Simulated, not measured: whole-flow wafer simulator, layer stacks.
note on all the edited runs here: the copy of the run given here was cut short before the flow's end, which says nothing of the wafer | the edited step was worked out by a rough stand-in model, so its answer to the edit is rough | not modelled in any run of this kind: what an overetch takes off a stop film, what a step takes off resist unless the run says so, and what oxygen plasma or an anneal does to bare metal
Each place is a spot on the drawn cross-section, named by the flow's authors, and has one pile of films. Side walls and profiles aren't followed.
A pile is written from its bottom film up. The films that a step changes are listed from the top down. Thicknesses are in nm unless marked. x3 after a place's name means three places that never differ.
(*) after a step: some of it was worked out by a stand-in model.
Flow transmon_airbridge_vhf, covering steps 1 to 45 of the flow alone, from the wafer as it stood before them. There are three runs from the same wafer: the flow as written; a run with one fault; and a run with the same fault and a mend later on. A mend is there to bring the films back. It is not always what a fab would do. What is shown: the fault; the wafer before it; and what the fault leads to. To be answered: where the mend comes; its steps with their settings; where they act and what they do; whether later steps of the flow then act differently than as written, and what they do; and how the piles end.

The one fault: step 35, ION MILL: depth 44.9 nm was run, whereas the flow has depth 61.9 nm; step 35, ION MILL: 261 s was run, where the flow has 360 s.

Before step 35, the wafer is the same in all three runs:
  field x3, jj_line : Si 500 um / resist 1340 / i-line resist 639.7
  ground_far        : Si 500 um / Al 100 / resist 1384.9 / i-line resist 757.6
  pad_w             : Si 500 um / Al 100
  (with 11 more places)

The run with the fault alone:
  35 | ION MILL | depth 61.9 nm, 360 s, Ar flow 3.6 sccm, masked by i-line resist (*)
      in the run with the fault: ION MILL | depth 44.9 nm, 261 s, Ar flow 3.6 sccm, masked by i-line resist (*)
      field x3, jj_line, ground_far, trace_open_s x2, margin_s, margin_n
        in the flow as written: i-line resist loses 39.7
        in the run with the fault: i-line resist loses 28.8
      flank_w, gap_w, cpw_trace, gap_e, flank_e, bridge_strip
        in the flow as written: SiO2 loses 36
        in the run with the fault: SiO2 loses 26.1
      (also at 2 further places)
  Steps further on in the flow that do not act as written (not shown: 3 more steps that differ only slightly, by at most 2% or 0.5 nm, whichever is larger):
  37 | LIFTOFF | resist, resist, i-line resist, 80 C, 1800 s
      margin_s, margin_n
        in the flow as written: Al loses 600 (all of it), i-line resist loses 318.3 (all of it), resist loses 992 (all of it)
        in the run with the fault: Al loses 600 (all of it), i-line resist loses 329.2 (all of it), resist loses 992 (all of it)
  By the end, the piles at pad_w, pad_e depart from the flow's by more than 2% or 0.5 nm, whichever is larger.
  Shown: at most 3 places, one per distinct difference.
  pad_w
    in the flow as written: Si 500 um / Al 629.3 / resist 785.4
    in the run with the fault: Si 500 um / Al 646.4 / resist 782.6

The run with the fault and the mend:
  The mend stands after step 35.
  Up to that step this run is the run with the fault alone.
  35a | ION MILL | depth 17 nm, 98.87 s, Ar flow 3.6 sccm, masked by i-line resist (*) (a further turn of the flow's step 35, with different settings)
      field x3, jj_line, ground_far, trace_open_s x2, margin_s, margin_n
        i-line resist loses 10.9
      flank_w, gap_w, cpw_trace, gap_e, flank_e, bridge_strip
        SiO2 loses 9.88
      pad_w, pad_e
        Al loses 17
  None of the later steps of the flow acts differently than as written at any place that is followed.
  When the end is reached, the piles differ only a little from the flow's at the places that both follow, at most by 2% or 0.5 nm, whichever is larger.
